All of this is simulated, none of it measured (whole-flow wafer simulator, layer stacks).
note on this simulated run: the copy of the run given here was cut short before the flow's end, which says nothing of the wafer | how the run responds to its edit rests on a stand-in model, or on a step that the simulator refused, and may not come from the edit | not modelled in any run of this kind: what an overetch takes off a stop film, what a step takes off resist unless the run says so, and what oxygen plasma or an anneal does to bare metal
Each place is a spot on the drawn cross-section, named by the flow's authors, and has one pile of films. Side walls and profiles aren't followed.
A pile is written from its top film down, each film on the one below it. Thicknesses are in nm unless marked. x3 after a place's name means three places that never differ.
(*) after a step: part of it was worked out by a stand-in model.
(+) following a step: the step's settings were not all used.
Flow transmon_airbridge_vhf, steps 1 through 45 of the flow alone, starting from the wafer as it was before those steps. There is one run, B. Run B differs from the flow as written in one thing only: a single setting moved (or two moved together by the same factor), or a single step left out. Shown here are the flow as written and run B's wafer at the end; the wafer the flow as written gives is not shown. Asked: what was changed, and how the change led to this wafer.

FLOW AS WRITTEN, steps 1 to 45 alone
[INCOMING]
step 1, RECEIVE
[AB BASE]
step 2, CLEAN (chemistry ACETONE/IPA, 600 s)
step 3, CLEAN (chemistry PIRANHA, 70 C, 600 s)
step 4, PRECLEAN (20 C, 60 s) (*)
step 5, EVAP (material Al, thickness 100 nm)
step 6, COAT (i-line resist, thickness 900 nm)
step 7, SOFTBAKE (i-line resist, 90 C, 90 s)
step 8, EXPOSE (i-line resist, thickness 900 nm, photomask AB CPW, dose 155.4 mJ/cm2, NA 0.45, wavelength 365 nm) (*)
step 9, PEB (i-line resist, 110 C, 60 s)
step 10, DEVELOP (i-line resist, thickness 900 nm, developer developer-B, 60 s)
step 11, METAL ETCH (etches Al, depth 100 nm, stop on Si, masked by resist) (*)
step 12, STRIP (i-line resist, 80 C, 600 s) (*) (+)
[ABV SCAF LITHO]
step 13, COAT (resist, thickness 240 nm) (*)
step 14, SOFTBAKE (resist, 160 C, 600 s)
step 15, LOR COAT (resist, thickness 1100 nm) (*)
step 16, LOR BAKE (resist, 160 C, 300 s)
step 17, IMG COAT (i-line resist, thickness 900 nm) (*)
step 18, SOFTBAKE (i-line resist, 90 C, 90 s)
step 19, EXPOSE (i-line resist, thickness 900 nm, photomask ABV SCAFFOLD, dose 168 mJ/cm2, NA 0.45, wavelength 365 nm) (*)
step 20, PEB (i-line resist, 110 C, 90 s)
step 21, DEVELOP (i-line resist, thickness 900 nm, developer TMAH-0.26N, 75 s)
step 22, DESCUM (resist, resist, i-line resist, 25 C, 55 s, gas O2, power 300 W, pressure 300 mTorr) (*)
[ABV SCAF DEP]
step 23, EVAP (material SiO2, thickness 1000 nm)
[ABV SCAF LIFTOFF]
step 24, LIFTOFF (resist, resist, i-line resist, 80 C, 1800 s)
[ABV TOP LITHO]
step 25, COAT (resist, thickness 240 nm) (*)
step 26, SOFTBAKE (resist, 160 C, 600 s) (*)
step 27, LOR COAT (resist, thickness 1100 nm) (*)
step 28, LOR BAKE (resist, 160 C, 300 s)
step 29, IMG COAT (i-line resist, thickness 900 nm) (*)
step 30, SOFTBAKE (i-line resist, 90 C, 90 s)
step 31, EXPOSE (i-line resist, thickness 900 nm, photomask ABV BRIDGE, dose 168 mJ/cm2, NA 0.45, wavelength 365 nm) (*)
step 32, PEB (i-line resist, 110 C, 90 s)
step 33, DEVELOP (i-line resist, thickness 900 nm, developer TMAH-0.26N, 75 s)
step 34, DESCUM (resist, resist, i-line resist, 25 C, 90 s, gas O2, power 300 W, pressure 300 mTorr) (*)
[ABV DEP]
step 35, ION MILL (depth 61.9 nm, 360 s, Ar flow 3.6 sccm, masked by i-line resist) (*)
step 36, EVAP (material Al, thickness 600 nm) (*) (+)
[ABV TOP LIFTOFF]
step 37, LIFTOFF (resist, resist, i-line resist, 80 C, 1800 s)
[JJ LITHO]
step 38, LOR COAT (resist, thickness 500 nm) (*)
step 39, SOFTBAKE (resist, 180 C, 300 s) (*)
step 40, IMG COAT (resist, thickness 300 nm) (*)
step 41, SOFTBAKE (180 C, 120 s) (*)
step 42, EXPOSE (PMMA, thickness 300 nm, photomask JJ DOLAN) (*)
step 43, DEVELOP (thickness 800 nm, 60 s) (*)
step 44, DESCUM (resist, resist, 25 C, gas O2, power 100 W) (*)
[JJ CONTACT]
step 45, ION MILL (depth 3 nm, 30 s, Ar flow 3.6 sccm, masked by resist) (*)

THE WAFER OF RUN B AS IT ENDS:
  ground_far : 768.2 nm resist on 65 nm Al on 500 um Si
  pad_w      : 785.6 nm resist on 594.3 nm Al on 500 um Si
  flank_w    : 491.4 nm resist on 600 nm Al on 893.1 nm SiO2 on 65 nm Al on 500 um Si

Cause: step 5, EVAP: thickness 65 nm was run, though the flow has thickness 100 nm.
The wafer itself shows it: ground_far has Al 65, and step 5 as written asks for 100 nm.

The path from the change to this, step by step:
  step 5, EVAP (material Al, thickness 100 nm)
      field x3, jj_line, ground_far and 12 more: Al gains 65 (new film) (as written it would have been: Al gains 100 (new film))
  step 11, METAL ETCH (etches Al, depth 100 nm, stop on Si, masked by resist) (*)
      ground_far, pad_w, flank_w and 8 more: i-line resist loses 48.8 (as written it would have been: i-line resist loses 50)
      field x3, jj_line, gap_w, gap_e: Al loses 65 (all of it) (as written it would have been: Al loses 100 (all of it))
  step 13, COAT (resist, thickness 240 nm) (*)
      flank_w, flank_e: resist gains 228 (new film) (as written it would have been: resist gains 222.3 (new film))
  step 22, DESCUM (resist, resist, i-line resist, 25 C, 55 s, gas O2, power 300 W, pressure 300 mTorr) (*)
      flank_w, flank_e: resist loses 228 (all of it) (as written it would have been: resist loses 222.3 (all of it))
  step 25, COAT (resist, thickness 240 nm) (*)
      flank_w, flank_e: resist gains 156.3 (new film) (as written it would have been: resist gains 152.6 (new film))
  step 34, DESCUM (resist, resist, i-line resist, 25 C, 90 s, gas O2, power 300 W, pressure 300 mTorr) (*)
      flank_w, flank_e: resist loses 156.3 (all of it) (as written it would have been: resist loses 152.6 (all of it))
  step 40, IMG COAT (resist, thickness 300 nm) (*)
      flank_w, flank_e: resist gains 217.6 (as written it would have been: resist gains 212.1)
